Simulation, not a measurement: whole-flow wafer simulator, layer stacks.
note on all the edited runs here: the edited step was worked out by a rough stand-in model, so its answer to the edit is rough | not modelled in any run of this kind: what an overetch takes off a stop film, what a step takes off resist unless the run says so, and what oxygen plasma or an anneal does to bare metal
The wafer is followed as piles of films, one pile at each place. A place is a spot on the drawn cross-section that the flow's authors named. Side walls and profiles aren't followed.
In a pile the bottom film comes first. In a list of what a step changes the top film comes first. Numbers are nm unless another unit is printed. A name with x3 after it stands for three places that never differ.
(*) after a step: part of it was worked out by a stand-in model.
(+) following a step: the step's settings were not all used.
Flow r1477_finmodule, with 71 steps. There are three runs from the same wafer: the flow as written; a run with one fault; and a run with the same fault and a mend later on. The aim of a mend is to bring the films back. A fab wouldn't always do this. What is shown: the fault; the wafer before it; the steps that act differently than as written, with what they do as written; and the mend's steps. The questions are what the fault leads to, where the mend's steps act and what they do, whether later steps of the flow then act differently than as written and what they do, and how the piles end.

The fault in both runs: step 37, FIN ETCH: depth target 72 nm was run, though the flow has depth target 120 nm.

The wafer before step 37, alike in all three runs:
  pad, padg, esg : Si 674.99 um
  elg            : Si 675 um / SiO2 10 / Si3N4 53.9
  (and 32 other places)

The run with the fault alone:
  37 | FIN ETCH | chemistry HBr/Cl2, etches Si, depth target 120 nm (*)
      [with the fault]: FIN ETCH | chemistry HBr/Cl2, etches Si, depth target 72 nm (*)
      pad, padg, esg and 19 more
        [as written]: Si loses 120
        [with the fault]: Si loses 72
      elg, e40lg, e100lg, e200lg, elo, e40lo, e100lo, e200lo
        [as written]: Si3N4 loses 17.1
        [with the fault]: Si3N4 loses 10.3
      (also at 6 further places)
  Steps further on in the flow that do not act as written (not shown: 2 more steps that differ only slightly, by at most 2% or 0.5 nm, whichever is larger):
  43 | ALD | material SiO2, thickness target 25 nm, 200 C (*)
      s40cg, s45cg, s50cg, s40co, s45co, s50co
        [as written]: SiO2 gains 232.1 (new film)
        [with the fault]: SiO2 gains 187.8 (new film)
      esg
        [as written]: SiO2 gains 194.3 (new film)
        [with the fault]: SiO2 gains 153.1 (new film)
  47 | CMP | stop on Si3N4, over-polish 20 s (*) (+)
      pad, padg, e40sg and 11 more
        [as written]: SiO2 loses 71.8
        [with the fault]: SiO2 loses 119.8
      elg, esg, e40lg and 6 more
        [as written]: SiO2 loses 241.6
        [with the fault]: SiO2 loses 248.5
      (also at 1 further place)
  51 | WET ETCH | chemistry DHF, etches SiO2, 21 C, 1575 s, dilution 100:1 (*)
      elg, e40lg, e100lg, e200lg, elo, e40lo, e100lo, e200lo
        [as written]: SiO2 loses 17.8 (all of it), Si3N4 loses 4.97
        [with the fault]: SiO2 loses 11 (all of it), Si3N4 loses 5.53
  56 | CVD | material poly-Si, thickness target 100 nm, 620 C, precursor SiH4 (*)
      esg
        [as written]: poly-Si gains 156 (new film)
        [with the fault]: poly-Si gains 162.3 (new film)
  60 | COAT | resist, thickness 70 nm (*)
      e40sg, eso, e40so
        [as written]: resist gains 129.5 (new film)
        [with the fault]: resist gains 135.4 (new film)
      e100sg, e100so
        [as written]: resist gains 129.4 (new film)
        [with the fault]: resist gains 135.3 (new film)
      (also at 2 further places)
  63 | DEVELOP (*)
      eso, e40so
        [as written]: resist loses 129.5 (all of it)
        [with the fault]: resist loses 135.4 (all of it)
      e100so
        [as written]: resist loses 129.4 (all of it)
        [with the fault]: resist loses 135.3 (all of it)
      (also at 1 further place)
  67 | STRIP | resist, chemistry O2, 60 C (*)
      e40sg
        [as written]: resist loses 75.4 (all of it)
        [with the fault]: resist loses 81.3 (all of it)
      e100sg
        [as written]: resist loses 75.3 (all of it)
        [with the fault]: resist loses 81.2 (all of it)
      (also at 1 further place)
  At pad, padg, elg and 27 more, the piles at the end differ from the flow's by more than 2% or 0.5 nm, whichever is larger.
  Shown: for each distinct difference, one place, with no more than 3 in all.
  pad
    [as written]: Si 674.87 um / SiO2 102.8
    [with the fault]: Si 674.92 um / SiO2 55
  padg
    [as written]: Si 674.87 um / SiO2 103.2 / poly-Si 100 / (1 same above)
    [with the fault]: Si 674.92 um / SiO2 55.4 / poly-Si 100 / (1 same above)
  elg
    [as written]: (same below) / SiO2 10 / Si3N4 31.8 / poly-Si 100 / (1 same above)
    [with the fault]: (same below) / SiO2 10 / Si3N4 38.1 / poly-Si 100 / (1 same above)

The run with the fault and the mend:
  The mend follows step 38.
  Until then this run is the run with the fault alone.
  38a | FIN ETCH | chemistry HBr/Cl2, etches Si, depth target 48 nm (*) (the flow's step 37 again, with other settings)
      pad, padg, esg and 19 more
        Si loses 48
      elg, e40lg, e100lg, e200lg, elo, e40lo, e100lo, e200lo
        Si3N4 loses 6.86
      s40sg_line, s45sg_line, s50sg_line, s40so_line, s45so_line, s50so_line
        SiO2 loses 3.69
  None of the later steps of the flow acts differently than as written at any place that is followed.
  At every place that both follow, the piles at the end match the flow's.
